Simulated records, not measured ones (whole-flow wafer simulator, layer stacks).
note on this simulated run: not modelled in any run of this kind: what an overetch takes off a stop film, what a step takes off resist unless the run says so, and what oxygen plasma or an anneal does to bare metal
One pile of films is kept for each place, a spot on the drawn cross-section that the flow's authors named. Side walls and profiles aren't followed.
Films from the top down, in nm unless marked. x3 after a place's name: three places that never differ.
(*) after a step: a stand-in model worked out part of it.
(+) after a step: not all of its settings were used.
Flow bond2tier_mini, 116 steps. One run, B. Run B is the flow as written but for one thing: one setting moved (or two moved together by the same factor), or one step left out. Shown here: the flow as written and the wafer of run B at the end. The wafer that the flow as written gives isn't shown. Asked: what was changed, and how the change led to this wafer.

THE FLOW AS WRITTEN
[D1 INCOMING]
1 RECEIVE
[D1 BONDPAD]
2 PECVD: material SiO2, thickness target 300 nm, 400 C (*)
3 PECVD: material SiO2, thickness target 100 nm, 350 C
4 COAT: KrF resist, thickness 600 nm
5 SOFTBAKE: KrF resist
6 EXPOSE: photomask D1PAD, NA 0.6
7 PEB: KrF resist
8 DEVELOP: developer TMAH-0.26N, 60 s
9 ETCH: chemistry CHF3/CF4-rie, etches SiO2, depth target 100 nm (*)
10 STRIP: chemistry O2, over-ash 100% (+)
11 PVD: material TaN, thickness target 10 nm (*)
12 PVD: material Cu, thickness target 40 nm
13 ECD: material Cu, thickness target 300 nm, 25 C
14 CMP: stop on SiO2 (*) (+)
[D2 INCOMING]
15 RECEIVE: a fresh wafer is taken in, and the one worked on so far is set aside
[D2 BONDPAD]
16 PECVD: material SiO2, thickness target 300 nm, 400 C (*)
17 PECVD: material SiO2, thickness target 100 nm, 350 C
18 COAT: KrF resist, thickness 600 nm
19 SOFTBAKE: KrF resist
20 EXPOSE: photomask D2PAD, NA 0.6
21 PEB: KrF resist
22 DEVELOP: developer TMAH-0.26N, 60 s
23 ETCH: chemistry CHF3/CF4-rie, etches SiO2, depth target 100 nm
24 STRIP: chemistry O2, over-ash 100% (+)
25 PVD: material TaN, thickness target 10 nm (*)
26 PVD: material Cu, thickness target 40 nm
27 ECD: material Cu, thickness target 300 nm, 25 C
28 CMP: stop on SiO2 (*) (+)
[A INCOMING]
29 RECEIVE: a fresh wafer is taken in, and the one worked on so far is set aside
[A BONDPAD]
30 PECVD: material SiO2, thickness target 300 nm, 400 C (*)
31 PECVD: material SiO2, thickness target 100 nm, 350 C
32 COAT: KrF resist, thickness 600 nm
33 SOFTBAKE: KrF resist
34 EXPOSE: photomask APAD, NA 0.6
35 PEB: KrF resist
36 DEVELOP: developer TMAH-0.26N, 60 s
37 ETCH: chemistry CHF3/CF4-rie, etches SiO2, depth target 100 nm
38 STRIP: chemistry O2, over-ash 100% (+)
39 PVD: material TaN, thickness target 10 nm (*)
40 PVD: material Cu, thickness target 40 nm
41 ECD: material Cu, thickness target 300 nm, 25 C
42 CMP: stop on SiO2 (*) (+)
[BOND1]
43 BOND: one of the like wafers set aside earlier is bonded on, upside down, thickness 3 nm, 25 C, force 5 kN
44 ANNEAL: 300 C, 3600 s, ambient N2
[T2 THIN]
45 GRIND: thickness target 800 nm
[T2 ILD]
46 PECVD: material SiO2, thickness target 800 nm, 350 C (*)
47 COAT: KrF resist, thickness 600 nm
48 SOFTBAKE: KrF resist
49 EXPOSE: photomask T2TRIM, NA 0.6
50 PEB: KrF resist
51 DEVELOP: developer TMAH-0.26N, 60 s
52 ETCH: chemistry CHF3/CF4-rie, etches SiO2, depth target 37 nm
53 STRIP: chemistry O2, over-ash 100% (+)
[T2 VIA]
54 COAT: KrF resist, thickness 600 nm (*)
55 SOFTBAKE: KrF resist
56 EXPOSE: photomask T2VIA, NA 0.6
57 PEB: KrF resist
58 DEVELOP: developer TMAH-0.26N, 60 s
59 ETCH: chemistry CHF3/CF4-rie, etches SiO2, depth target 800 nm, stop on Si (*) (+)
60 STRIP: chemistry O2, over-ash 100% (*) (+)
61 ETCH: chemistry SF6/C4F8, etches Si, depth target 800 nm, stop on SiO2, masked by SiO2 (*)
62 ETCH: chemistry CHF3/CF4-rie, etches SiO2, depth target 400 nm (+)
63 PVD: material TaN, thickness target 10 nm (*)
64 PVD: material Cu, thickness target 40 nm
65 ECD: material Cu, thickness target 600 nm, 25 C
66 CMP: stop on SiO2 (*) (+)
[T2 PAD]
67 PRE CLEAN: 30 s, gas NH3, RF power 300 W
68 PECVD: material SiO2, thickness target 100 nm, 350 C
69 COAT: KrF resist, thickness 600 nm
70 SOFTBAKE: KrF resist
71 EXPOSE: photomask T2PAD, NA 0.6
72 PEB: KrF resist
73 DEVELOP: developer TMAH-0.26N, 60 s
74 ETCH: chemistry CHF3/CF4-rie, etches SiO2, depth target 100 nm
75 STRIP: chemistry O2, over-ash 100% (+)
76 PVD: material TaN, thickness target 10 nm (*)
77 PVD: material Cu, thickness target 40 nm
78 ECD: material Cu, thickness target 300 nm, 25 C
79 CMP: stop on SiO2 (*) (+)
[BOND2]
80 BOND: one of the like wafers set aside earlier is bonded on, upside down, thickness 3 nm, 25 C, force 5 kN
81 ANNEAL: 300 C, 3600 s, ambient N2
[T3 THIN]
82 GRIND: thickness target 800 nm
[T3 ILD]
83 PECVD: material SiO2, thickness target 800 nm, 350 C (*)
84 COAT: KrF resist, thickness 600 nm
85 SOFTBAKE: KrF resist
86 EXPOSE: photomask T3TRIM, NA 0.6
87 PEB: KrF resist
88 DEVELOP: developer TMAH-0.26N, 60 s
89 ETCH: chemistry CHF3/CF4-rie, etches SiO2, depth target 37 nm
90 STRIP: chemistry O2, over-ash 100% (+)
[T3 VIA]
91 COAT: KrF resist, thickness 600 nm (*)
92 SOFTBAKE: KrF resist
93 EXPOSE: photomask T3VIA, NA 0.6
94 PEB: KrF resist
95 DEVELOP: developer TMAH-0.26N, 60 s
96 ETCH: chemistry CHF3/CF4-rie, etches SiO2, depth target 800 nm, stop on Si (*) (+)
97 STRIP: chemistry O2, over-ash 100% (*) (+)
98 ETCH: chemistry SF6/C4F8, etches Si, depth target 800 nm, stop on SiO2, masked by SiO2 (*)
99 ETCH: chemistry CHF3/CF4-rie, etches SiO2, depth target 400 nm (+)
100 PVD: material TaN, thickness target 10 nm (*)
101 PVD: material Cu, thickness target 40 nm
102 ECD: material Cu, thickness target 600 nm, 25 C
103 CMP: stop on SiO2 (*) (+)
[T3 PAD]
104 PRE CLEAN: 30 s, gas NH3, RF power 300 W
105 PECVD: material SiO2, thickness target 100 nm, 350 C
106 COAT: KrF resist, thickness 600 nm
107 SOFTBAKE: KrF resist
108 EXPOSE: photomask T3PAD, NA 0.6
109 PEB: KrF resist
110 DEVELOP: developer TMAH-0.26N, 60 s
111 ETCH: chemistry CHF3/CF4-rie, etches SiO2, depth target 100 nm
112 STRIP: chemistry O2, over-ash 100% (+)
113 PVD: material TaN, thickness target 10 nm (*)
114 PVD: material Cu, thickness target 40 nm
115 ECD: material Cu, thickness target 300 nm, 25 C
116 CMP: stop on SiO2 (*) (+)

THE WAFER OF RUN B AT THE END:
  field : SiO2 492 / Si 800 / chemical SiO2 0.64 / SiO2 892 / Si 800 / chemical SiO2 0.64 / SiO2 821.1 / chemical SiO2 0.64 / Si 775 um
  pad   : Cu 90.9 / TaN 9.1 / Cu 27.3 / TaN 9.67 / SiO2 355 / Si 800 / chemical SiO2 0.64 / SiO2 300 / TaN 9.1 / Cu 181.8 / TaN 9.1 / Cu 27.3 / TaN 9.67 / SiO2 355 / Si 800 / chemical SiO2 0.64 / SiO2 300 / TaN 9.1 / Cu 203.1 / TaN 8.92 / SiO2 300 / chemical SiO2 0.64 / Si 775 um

The cause: step 31, PECVD: thickness target 121.1 nm was run, where the flow has thickness target 100 nm; step 37, ETCH: depth target 121.1 nm was run, where the flow has depth target 100 nm.

How the change led to this, step by step:
  31 PECVD: material SiO2, thickness target 100 nm, 350 C
      field, pad, via: SiO2 +121.1 (as written it would be: SiO2 +100)
  37 ETCH: chemistry CHF3/CF4-rie, etches SiO2, depth target 100 nm
      pad, via: SiO2 -121.1 (as written it would be: SiO2 -100)
      field: KrF resist -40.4 (as written it would be: KrF resist -33.3)
  41 ECD: material Cu, thickness target 300 nm, 25 C
      pad: Cu +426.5 (as written it would be: Cu +404.5)
      via: Cu +421.4 (as written it would be: Cu +400.2)
